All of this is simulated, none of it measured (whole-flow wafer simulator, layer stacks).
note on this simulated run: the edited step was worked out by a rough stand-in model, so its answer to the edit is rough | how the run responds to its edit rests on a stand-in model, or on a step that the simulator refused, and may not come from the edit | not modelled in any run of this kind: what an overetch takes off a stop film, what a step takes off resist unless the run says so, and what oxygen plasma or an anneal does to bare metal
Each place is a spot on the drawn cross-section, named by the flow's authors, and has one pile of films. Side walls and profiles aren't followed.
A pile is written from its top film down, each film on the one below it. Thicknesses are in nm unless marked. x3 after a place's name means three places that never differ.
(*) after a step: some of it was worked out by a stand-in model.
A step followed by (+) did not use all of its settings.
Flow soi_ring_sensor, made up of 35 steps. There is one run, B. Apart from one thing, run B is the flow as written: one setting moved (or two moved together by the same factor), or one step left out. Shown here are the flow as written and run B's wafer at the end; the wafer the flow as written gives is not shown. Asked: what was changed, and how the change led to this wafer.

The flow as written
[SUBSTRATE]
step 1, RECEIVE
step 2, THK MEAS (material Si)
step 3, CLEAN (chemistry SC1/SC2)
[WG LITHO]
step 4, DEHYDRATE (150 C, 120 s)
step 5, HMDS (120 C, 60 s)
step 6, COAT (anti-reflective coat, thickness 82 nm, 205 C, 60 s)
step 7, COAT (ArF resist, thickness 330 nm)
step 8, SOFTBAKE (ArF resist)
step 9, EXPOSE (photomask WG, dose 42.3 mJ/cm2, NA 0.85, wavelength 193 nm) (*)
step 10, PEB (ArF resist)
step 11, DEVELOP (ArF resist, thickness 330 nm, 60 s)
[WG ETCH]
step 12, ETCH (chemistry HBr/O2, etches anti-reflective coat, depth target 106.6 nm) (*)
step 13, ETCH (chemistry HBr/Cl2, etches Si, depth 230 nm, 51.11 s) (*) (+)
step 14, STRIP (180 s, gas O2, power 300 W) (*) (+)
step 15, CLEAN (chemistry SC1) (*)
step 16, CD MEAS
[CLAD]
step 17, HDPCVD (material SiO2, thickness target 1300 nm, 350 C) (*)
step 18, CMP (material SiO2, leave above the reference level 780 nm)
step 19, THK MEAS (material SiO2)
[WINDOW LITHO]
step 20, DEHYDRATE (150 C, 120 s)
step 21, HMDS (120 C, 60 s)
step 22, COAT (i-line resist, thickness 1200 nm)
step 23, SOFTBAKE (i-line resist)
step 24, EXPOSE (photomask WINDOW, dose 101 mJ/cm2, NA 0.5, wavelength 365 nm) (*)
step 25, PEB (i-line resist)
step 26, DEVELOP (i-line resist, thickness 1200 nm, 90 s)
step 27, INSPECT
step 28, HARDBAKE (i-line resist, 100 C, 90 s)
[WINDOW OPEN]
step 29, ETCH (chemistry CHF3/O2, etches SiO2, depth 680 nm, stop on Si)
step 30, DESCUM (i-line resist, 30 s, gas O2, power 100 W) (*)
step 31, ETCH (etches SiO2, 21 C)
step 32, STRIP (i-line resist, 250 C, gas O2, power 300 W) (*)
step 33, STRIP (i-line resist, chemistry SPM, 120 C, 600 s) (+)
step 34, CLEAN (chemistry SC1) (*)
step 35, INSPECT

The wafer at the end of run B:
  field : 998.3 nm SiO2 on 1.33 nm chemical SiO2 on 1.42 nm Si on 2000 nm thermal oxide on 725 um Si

The reason: step 13, ETCH: depth 218 nm was run, while the flow as written has depth 230 nm; step 13, ETCH: 48.55 s was run, where the flow has 51.11 s.

The path from the change to this, step by step:
  step 13, ETCH (chemistry HBr/Cl2, etches Si, depth 230 nm, 51.11 s) (*) (+)
      gap, window, field, gap_clad: Si loses 218 (it would be, as written: Si loses 220 (all of it), thermal oxide loses 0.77)
      core, core_clad: ArF resist loses 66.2 (it would be, as written: ArF resist loses 69.7)
  step 14, STRIP (180 s, gas O2, power 300 W) (*) (+)
      gap, window, field, gap_clad: chemical SiO2 gains 1.33 (new film), Si loses 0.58 (it would be, as written: nothing)
      core, core_clad: ArF resist loses 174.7 (all of it), anti-reflective coat loses 82 (all of it), chemical SiO2 gains 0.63, Si loses 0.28 (it would be, as written: ArF resist loses 171.2 (all of it), anti-reflective coat loses 82 (all of it), chemical SiO2 gains 0.63, Si loses 0.28)
